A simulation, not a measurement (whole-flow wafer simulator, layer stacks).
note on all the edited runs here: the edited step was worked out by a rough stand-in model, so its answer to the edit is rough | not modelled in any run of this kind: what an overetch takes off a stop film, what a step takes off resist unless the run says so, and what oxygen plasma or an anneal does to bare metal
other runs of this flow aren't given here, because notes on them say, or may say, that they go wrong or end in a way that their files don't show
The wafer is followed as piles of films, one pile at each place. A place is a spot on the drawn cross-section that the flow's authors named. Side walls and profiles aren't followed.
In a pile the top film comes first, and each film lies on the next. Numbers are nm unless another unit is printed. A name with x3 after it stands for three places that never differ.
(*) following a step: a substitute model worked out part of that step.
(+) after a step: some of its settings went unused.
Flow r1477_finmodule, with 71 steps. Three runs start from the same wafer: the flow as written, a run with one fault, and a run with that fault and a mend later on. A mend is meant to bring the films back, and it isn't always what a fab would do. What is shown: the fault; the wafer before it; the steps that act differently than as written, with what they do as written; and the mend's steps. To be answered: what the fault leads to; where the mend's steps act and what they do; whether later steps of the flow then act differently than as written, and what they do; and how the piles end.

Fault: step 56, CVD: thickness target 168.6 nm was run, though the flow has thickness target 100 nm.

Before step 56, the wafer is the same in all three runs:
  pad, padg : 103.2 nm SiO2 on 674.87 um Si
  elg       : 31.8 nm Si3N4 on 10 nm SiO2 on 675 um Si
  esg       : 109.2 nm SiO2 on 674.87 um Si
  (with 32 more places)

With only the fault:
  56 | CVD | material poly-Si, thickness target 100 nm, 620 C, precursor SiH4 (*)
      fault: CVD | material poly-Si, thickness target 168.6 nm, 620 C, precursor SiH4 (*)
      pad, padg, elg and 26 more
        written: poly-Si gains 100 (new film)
        fault: poly-Si gains 168.6 (new film)
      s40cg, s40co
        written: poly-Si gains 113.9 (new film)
        fault: poly-Si gains 183.4 (new film)
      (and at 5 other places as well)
  Later steps of the flow acting differently than as written (2 other steps are not shown; they differ only slightly, by no more than 2% or 0.5 nm, whichever is larger):
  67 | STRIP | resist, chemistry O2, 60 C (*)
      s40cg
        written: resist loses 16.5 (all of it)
        fault: resist loses 15.8 (all of it)
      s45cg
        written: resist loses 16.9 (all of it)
        fault: resist loses 16.1 (all of it)
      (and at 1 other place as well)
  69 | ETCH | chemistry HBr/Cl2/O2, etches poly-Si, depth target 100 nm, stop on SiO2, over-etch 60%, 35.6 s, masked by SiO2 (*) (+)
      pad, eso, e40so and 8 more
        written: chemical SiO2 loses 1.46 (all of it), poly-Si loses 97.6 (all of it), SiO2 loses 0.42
        fault: chemical SiO2 loses 1.46 (all of it), poly-Si loses 160
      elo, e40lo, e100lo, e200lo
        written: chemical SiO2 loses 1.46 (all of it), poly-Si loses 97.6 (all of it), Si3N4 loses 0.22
        fault: chemical SiO2 loses 1.46 (all of it), poly-Si loses 160
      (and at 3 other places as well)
  By the end, the piles at pad, padg, elg and 33 more depart from the flow's by more than 2% or 0.5 nm, whichever is larger.
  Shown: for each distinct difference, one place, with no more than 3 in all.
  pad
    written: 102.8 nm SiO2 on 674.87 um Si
    fault: 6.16 nm poly-Si on 103.2 nm SiO2 on 674.87 um Si
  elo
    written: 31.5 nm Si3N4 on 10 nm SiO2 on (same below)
    fault: 6.16 nm poly-Si on 31.8 nm Si3N4 on 10 nm SiO2 on (same below)
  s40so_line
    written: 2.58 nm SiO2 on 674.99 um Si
    fault: 6.16 nm poly-Si on 3 nm SiO2 on 674.99 um Si

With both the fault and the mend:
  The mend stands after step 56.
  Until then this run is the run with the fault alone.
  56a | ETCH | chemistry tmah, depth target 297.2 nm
      pad, padg, elg and 26 more
        poly-Si loses 168.6 (all of it)
      s40cg, s40co
        poly-Si loses 183.4 (all of it)
      s45cg, s45co
        poly-Si loses 183 (all of it)
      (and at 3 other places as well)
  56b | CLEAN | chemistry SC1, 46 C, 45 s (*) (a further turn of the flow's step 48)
      s40sg_line, s45sg_line, s50sg_line, s40so_line, s45so_line, s50so_line
        SiO2 loses 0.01
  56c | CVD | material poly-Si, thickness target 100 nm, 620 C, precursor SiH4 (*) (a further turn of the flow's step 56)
      pad, padg, elg and 26 more
        poly-Si gains 100 (new film)
      s40cg, s40co
        poly-Si gains 113.9 (new film)
      s45cg, s45co
        poly-Si gains 113.4 (new film)
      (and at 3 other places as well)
  None of the later steps of the flow differs from how it acts as written, at any place that is followed, by more than 2% or 0.5 nm, whichever is larger.
  The piles end only slightly different from the flow's at the places that both follow, by no more than 2% or 0.5 nm, whichever is larger.
